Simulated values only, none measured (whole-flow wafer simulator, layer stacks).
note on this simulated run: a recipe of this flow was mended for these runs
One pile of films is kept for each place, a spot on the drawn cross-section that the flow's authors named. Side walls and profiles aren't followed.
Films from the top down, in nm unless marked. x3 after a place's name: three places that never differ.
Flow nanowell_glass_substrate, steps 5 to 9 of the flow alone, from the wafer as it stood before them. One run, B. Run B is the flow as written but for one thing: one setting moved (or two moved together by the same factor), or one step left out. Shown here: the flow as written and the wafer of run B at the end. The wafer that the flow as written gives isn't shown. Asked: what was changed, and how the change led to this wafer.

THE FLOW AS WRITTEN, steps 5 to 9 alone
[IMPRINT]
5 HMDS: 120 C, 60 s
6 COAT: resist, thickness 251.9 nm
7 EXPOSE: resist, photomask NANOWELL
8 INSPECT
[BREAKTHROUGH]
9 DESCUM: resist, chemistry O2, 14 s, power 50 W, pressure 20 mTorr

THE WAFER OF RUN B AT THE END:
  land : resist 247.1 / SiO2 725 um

The cause: step 9, DESCUM: 17.7 s was run, where the flow has 14 s.

How the change led to this, step by step:
  9 DESCUM: resist, chemistry O2, 14 s, power 50 W, pressure 20 mTorr
      land: resist -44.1 (as written it would be: resist -34.9)
